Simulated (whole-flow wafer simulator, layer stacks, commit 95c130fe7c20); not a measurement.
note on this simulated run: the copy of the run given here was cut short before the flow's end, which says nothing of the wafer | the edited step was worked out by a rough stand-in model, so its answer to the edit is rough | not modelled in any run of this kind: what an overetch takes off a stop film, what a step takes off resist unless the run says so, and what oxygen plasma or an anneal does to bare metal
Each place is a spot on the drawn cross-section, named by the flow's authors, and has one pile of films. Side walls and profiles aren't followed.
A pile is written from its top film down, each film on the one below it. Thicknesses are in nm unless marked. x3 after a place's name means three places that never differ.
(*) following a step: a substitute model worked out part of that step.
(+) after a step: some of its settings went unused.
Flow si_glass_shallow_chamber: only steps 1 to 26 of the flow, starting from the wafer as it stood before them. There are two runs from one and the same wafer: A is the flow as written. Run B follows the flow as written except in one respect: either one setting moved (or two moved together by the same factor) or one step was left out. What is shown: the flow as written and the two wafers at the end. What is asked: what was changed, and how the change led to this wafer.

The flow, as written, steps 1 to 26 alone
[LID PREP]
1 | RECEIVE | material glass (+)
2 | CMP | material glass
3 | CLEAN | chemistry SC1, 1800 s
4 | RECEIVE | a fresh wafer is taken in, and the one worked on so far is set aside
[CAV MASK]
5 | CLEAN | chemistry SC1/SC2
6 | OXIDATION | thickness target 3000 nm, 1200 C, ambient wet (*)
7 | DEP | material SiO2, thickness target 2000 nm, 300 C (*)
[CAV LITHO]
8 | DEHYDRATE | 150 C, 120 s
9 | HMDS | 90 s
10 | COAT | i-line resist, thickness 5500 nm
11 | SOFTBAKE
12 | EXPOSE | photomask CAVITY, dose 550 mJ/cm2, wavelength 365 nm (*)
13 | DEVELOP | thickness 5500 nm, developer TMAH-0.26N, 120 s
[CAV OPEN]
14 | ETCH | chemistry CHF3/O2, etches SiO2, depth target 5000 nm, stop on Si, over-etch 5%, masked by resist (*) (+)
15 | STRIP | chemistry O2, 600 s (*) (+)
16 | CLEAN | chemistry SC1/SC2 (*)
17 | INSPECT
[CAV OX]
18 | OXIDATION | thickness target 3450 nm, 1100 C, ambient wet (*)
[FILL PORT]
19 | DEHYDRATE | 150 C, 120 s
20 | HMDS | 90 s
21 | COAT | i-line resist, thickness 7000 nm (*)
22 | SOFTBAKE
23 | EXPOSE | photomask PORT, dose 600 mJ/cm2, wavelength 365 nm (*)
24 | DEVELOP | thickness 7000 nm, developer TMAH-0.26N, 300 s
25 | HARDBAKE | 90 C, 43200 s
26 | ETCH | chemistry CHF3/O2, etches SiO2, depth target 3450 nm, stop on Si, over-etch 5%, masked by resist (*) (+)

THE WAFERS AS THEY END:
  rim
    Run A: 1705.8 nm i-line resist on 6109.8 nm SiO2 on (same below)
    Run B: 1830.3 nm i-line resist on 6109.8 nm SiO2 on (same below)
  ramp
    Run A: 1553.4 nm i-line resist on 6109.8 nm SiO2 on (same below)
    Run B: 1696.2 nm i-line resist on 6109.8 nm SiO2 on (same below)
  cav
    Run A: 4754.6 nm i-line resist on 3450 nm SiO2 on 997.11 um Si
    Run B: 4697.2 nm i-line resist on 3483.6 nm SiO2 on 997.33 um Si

Cause: step 14, ETCH: depth target 4375 nm was run, while the flow as written has depth target 5000 nm.

The path from the change to this, step by step:
  14 | ETCH | chemistry CHF3/O2, etches SiO2, depth target 5000 nm, stop on Si, over-etch 5%, masked by resist (*) (+)
      cav, port: A -5000 SiO2 (all of it), -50 Si | B -4593.8 SiO2
      rim, ramp, septum, ring: A -4375 i-line resist | B -3828.1 i-line resist
  15 | STRIP | chemistry O2, 600 s (*) (+)
      cav, port: A +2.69 chemical SiO2 (new film), -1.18 Si | B nothing
      rim, ramp, septum, ring: A -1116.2 i-line resist (all of it) | B -1663 i-line resist (all of it)
  18 | OXIDATION | thickness target 3450 nm, 1100 C, ambient wet (*)
      cav, port: A +3450 SiO2 (new film), -2.69 chemical SiO2 (all of it), -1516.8 Si | B +3077.4 SiO2, -1354 Si
  21 | COAT | i-line resist, thickness 7000 nm (*)
      ramp: A +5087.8 i-line resist (new film) | B +5205.8 i-line resist (new film)
  22 | SOFTBAKE
      rim: A -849 i-line resist | B -805.3 i-line resist
      ramp: A -434.5 i-line resist | B -404.7 i-line resist
      (also at 4 further places)
  25 | HARDBAKE | 90 C, 43200 s
      rim: A -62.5 i-line resist | B -67 i-line resist
      ramp: A -57.1 i-line resist | B -62.1 i-line resist
  26 | ETCH | chemistry CHF3/O2, etches SiO2, depth target 3450 nm, stop on Si, over-etch 5%, masked by resist (*) (+)
      port: A -3450 SiO2 (all of it), -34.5 Si | B -3483.6 SiO2 (all of it), -27.8 Si
